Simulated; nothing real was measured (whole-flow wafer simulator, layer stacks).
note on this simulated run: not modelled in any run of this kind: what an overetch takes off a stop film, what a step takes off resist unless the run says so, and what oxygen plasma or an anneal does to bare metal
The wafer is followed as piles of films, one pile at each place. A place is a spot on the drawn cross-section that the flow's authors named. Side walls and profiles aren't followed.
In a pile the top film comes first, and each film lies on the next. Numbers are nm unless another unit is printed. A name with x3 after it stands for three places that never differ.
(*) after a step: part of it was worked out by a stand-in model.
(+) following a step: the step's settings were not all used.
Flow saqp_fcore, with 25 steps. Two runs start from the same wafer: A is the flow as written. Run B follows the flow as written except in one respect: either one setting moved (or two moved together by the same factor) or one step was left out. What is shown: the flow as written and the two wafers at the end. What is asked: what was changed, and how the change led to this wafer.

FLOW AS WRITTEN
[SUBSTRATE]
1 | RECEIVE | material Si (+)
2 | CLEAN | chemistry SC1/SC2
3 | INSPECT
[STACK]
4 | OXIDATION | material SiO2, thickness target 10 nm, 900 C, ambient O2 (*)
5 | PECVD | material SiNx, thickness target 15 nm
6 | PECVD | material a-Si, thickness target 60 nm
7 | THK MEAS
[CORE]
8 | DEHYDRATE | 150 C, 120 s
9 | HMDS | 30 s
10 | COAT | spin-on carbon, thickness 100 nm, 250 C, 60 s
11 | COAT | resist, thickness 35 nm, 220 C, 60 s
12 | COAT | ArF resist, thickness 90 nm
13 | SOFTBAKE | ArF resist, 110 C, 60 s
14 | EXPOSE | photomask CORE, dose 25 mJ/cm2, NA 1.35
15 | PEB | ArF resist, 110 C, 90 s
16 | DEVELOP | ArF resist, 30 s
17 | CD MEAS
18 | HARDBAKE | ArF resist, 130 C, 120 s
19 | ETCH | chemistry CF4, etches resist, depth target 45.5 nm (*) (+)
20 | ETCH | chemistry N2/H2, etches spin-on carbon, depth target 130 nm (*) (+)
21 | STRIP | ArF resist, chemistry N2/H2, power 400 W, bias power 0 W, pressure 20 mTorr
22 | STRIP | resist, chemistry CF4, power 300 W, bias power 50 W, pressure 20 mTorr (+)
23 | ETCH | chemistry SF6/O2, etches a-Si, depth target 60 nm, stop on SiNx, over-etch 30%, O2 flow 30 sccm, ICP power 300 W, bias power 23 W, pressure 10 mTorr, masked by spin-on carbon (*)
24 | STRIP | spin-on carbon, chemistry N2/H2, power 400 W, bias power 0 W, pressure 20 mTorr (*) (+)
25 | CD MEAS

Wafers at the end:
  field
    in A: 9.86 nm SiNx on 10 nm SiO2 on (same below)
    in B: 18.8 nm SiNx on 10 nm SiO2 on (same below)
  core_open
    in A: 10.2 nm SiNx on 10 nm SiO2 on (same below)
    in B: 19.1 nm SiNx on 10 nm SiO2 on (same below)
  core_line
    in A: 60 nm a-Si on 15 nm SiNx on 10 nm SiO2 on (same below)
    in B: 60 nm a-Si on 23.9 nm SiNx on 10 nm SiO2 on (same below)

Cause: step 5, PECVD: thickness target 23.9 nm was run, though the flow has thickness target 15 nm.
One can read it off the wafer: core_line has SiNx 23.9, and step 5 as written asks for 15 nm.

How this came from the change, step by step:
  5 | PECVD | material SiNx, thickness target 15 nm
      field, core_open, core_line: A +15 SiNx (new film) | B +23.9 SiNx (new film)
